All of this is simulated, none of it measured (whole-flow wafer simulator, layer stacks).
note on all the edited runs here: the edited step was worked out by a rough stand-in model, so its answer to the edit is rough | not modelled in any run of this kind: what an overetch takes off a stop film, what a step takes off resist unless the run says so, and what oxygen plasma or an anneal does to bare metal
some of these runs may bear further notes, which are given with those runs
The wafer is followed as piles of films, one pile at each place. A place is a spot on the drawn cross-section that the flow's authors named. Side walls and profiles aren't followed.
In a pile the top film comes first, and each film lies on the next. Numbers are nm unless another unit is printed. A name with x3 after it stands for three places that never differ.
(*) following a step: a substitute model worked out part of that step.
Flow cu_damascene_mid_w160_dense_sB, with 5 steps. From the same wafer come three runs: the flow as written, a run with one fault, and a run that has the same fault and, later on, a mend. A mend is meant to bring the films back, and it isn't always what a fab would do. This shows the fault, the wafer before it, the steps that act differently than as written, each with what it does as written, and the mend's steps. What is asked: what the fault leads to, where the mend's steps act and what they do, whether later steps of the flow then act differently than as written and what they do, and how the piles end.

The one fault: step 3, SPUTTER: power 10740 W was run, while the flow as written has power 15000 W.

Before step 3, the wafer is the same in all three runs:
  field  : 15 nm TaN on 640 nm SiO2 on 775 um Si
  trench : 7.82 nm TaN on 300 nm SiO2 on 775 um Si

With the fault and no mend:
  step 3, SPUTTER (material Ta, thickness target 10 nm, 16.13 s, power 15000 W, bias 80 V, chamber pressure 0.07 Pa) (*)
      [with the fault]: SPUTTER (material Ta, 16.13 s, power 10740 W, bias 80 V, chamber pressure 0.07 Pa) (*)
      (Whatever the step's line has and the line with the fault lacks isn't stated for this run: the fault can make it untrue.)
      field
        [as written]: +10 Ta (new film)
        [with the fault]: +7.16 Ta (new film)
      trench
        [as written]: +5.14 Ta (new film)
        [with the fault]: +3.52 Ta (new film)
  Every later step of the flow that is run acts as written, at every place that is followed, to within 2% or 0.5 nm, whichever is larger.
  At field, trench, the piles at the end differ from the flow's by more than 2% or 0.5 nm, whichever is larger.
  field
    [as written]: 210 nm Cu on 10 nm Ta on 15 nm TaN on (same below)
    [with the fault]: 210 nm Cu on 7.16 nm Ta on 15 nm TaN on (same below)
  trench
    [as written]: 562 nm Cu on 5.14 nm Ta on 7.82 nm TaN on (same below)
    [with the fault]: 560.8 nm Cu on 3.52 nm Ta on 7.82 nm TaN on (same below)

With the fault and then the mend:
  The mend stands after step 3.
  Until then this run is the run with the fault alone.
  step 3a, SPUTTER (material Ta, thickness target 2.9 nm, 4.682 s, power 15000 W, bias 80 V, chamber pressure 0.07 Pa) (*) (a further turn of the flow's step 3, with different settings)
      field
        +2.9 Ta
      trench
        +1.46 Ta
  Every later step of the flow that is run acts as written, at every place that is followed, to within 2% or 0.5 nm, whichever is larger.
  At the end the piles are close to the flow's at the places that both follow, differing by at most 2% or 0.5 nm, whichever is larger.
